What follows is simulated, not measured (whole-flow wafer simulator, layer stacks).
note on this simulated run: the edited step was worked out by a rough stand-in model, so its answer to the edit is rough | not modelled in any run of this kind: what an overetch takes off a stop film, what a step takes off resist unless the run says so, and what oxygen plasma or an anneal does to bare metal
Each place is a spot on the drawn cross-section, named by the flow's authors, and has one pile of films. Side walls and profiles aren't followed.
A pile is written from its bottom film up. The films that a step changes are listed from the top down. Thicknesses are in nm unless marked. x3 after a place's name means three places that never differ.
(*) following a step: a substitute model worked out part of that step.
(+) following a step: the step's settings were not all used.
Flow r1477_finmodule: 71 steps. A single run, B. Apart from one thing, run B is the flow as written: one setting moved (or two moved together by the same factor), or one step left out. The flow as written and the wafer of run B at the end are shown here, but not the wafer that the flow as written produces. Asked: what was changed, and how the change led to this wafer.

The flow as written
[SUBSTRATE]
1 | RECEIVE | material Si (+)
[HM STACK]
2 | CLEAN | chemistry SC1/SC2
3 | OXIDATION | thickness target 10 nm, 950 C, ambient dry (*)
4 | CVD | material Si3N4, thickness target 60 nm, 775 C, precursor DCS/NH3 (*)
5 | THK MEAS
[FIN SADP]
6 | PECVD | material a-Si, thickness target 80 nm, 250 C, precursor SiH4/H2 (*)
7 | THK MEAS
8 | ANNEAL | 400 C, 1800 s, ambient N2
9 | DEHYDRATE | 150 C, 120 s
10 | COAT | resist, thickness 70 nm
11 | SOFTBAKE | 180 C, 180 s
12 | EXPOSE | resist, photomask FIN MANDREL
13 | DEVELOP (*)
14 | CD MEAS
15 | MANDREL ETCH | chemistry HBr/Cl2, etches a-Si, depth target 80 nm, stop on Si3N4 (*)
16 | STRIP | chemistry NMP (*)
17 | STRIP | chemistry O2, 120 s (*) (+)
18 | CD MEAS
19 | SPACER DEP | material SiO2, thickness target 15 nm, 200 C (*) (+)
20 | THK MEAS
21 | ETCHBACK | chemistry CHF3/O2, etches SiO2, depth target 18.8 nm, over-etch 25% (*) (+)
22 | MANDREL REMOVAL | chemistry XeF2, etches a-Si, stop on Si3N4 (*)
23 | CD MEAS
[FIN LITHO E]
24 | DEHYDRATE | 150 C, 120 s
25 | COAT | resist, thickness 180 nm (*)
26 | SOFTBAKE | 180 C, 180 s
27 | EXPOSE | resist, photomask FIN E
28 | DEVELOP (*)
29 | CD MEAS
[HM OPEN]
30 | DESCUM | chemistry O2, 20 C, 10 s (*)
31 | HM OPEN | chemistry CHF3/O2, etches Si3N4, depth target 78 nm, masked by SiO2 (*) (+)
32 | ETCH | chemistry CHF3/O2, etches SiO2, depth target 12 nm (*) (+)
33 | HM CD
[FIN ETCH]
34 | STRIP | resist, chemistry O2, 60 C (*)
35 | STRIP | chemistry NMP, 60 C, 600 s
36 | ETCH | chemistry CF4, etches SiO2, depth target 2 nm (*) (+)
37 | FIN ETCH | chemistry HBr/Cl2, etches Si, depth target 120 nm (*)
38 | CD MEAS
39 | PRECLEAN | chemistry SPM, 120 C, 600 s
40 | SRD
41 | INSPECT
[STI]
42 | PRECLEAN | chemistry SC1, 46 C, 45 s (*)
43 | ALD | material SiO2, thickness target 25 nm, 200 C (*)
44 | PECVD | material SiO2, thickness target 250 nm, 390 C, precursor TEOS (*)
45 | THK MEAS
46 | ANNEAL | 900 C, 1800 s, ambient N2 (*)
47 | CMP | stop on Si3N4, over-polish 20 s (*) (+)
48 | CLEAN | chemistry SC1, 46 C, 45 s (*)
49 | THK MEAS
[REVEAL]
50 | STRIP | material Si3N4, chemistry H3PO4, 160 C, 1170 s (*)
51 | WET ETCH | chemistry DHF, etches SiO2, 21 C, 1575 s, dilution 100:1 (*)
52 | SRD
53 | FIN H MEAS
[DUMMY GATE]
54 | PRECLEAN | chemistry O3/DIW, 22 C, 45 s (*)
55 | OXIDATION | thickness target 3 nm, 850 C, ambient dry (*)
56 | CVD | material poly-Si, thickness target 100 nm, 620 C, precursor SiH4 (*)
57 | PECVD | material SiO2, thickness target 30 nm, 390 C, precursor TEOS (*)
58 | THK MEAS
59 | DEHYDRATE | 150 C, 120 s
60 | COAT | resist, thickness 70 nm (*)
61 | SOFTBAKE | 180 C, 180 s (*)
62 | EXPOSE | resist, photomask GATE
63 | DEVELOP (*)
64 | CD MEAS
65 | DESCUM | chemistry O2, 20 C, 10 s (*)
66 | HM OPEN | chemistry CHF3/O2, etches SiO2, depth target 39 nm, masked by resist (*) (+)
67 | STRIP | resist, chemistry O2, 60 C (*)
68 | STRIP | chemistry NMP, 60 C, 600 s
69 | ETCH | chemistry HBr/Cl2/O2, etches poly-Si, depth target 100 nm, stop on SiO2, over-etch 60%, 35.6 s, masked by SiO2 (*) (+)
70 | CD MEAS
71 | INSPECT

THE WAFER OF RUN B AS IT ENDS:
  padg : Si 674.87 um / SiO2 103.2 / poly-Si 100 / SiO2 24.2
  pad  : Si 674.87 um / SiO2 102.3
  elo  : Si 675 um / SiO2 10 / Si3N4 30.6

Cause: step 69, ETCH: depth target 110 nm was run, whereas the flow has depth target 100 nm; step 69, ETCH: 39.2 s was run, where the flow has 35.6 s.

How this came from the change, step by step:
  69 | ETCH | chemistry HBr/Cl2/O2, etches poly-Si, depth target 100 nm, stop on SiO2, over-etch 60%, 35.6 s, masked by SiO2 (*) (+)
      padg, elg, esg and 15 more: SiO2 loses 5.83 (in the flow as written it would be: SiO2 loses 5.3)
      pad, eso, e40so and 8 more: chemical SiO2 loses 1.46 (all of it), poly-Si loses 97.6 (all of it), SiO2 loses 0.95 (in the flow as written it would be: chemical SiO2 loses 1.46 (all of it), poly-Si loses 97.6 (all of it), SiO2 loses 0.42)
      (also at 4 further places)
